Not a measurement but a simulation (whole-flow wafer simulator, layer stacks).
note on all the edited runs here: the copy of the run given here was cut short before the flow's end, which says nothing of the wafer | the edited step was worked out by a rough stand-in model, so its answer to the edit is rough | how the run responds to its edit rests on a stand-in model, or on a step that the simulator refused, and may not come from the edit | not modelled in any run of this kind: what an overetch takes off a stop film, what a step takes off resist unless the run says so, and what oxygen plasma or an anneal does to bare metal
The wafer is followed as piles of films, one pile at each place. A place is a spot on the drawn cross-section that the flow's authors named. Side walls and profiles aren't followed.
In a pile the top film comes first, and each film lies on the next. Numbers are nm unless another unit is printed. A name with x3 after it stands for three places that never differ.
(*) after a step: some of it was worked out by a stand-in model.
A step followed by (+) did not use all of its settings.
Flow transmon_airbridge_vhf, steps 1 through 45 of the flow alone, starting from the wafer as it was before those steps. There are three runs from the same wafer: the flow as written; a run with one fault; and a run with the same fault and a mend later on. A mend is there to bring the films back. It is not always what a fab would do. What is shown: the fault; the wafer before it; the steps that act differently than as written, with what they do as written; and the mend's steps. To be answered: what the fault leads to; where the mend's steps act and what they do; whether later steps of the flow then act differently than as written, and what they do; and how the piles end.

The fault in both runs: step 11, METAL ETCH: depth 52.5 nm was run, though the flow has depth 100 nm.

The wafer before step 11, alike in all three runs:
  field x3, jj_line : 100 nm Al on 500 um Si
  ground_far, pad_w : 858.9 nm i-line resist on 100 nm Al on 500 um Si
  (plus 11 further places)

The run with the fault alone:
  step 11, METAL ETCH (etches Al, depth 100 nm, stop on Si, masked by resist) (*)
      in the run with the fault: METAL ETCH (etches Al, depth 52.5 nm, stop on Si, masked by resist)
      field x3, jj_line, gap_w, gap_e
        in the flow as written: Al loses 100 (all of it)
        in the run with the fault: Al loses 52.5
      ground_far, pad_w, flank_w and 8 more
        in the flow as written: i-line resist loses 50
        in the run with the fault: i-line resist loses 26.2
  Steps later in the flow that act otherwise than as written (14 more steps, not shown, differ only slightly: by at most 2% or 0.5 nm, whichever is larger):
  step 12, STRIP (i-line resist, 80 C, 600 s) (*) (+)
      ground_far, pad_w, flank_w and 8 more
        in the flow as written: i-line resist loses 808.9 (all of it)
        in the run with the fault: i-line resist loses 832.7 (all of it)
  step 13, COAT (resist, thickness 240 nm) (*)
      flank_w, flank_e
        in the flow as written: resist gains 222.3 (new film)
        in the run with the fault: resist gains 230.2 (new film)
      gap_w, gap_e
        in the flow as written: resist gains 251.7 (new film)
        in the run with the fault: resist gains 246.4 (new film)
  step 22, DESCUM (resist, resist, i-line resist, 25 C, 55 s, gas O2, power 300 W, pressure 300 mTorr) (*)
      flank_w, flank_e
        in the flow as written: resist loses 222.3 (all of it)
        in the run with the fault: resist loses 230.2 (all of it)
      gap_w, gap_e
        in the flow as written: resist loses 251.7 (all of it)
        in the run with the fault: resist loses 246.4 (all of it)
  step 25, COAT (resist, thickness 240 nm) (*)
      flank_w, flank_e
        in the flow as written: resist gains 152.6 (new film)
        in the run with the fault: resist gains 158.2 (new film)
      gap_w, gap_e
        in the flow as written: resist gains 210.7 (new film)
        in the run with the fault: resist gains 205.6 (new film)
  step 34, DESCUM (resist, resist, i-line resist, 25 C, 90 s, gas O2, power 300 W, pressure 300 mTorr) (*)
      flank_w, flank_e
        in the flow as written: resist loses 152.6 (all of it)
        in the run with the fault: resist loses 158.2 (all of it)
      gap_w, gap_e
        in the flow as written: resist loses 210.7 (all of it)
        in the run with the fault: resist loses 205.6 (all of it)
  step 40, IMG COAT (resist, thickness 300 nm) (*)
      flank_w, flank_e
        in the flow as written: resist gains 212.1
        in the run with the fault: resist gains 219.4
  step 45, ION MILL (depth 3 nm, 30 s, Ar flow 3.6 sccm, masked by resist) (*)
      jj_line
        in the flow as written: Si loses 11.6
        in the run with the fault: Al loses 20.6
  At field x3, jj_line, gap_w, gap_e, the piles at the end differ from the flow's by more than 2% or 0.5 nm, whichever is larger.
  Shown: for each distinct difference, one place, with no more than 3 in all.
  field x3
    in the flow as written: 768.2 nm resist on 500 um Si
    in the run with the fault: 768.2 nm resist on 47.5 nm Al on 500 um Si
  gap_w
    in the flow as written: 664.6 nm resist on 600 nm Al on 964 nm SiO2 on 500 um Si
    in the run with the fault: 651.5 nm resist on 600 nm Al on 964 nm SiO2 on 47.5 nm Al on 500 um Si
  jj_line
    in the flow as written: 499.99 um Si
    in the run with the fault: 26.9 nm Al on 500 um Si

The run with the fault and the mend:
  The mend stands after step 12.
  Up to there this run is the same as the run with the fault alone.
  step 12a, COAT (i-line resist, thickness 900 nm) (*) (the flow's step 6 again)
      field x3, jj_line, trace_open_s x2, margin_s, bridge_strip, margin_n
        i-line resist gains 900 (new film)
      pad_w, pad_e
        i-line resist gains 893.5 (new film)
      flank_w, flank_e
        i-line resist gains 887.7 (new film)
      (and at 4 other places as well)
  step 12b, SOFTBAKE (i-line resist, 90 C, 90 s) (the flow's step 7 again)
      flank_w, flank_e
        i-line resist loses 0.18
      gap_w, gap_e
        i-line resist gains 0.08
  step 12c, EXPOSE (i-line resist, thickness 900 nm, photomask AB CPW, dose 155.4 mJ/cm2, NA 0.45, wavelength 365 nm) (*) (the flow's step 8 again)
      alters no film at any place that is followed
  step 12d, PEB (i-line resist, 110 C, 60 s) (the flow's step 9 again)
      field x3, jj_line, trace_open_s x2, margin_s, bridge_strip, margin_n
        i-line resist loses 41
      pad_w, pad_e
        i-line resist loses 40.7
      flank_w, flank_e
        i-line resist loses 40.5
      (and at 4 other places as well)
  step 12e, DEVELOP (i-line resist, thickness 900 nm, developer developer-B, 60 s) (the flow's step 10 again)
      trace_open_s x2, margin_s, bridge_strip, margin_n
        i-line resist loses 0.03
      field x3, jj_line
        i-line resist loses 859 (all of it)
      gap_w, gap_e
        i-line resist loses 886.4 (all of it)
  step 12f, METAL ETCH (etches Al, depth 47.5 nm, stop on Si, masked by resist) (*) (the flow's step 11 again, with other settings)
      ground_far, pad_w, flank_w and 8 more
        i-line resist loses 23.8
      field x3, jj_line, gap_w, gap_e
        Al loses 47.5 (all of it)
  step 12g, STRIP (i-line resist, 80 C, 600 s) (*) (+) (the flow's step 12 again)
      trace_open_s x2, margin_s, bridge_strip, margin_n
        i-line resist loses 835.2 (all of it)
      pad_w, pad_e
        i-line resist loses 829 (all of it)
      flank_w, flank_e
        i-line resist loses 823.3 (all of it)
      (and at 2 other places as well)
  None of the later steps of the flow acts differently than as written at any place that is followed.
  By the end, the piles equal the flow's at every place that both follow.
